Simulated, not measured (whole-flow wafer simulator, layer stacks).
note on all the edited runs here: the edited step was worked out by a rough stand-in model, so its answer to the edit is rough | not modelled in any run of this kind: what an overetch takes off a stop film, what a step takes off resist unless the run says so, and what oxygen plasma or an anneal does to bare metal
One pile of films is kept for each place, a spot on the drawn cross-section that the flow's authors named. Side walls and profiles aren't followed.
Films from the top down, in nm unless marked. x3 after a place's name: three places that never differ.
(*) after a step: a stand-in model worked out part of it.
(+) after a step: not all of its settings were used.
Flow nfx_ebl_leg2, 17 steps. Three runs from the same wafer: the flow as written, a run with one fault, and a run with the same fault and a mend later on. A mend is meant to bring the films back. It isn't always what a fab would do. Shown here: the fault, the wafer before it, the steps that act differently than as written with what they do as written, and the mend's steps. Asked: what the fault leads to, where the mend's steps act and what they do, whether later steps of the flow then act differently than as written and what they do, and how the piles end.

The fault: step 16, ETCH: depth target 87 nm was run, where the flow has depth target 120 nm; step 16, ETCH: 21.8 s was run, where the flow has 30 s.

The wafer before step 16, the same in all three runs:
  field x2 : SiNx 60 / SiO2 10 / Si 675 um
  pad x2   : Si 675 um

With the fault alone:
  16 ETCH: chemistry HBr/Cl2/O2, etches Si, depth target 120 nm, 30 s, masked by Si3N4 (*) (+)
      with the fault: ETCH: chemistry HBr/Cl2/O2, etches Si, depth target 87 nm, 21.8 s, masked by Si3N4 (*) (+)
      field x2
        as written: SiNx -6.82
        with the fault: SiNx -4.95
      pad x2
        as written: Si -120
        with the fault: Si -87
  No later step of the flow acts differently than as written at any place that is followed.
  At the end the piles differ from the flow's by more than 2% or 0.5 nm, whichever is larger, at field x2.
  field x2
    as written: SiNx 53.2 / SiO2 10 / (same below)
    with the fault: SiNx 55 / SiO2 10 / (same below)

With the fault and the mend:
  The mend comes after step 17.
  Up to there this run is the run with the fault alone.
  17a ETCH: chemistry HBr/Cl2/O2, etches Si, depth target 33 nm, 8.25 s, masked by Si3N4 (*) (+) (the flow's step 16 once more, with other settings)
      field x2
        SiNx -1.88
      pad x2
        Si -33
  No later step of the flow acts differently than as written at any place that is followed.
  At the end the piles are the same as the flow's at every place that both follow.
